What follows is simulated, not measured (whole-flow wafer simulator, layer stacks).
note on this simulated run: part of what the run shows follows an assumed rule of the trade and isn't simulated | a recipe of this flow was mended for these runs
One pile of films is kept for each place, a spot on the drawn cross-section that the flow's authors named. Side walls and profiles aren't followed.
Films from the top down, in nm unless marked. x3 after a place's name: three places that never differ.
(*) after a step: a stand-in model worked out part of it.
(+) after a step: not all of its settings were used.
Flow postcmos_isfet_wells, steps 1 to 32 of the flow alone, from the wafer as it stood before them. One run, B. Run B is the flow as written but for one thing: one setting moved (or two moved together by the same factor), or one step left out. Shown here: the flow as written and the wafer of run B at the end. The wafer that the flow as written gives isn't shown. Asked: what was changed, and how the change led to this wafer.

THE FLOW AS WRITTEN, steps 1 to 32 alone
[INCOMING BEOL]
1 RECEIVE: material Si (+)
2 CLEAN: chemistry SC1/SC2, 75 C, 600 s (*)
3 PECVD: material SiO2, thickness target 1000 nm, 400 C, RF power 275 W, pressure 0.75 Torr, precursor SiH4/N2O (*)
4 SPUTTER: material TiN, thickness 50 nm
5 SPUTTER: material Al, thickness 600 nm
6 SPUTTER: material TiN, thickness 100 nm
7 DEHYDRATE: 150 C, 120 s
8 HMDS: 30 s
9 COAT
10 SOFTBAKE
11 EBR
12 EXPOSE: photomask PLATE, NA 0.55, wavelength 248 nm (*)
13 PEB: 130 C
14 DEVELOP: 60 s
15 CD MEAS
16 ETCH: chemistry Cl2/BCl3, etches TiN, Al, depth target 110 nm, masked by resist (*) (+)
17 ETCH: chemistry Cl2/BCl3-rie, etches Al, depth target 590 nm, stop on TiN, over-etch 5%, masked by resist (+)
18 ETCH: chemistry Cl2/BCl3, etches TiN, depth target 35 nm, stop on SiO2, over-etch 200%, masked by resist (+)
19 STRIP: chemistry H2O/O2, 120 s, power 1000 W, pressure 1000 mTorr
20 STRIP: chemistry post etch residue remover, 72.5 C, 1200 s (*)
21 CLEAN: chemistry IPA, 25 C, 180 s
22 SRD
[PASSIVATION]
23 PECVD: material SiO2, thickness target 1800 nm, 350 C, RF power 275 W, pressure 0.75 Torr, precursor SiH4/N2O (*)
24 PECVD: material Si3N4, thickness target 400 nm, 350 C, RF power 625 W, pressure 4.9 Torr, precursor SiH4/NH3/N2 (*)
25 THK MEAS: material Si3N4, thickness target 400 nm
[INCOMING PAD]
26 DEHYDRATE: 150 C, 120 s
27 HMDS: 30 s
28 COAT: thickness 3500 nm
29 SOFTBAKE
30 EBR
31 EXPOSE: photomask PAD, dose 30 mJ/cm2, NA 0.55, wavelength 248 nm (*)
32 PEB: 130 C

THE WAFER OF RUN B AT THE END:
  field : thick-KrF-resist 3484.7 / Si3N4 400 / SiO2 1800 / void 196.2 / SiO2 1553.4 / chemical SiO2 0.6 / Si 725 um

The cause: step 16, ETCH: depth target 86 nm was run, where the flow has depth target 110 nm.

How the change led to this, step by step:
  16 ETCH: chemistry Cl2/BCl3, etches TiN, Al, depth target 110 nm, masked by resist (*) (+)
      field: TiN -86 (as written it would be: TiN -100 (all of it), Al -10)
      margin x8: thick-KrF-resist -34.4 (as written it would be: thick-KrF-resist -44)
  17 ETCH: chemistry Cl2/BCl3-rie, etches Al, depth target 590 nm, stop on TiN, over-etch 5%, masked by resist (+)
      field: TiN -14 (all of it), Al -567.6 (as written it would be: Al -590 (all of it), TiN -18.4)
  18 ETCH: chemistry Cl2/BCl3, etches TiN, depth target 35 nm, stop on SiO2, over-etch 200%, masked by resist (+)
      field: Al -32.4 (all of it), TiN -50 (all of it), SiO2 -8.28 (as written it would be: TiN -31.6 (all of it), SiO2 -14.7)
      margin x8: thick-KrF-resist -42 (as written it would be: thick-KrF-resist -37.9)
  23 PECVD: material SiO2, thickness target 1800 nm, 350 C, RF power 275 W, pressure 0.75 Torr, precursor SiH4/N2O (*)
      field: SiO2 +1800 (new film), void +196.2 (new film), SiO2 +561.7 (as written it would be: SiO2 +1800 (new film), void +201.1 (new film), SiO2 +563.2)
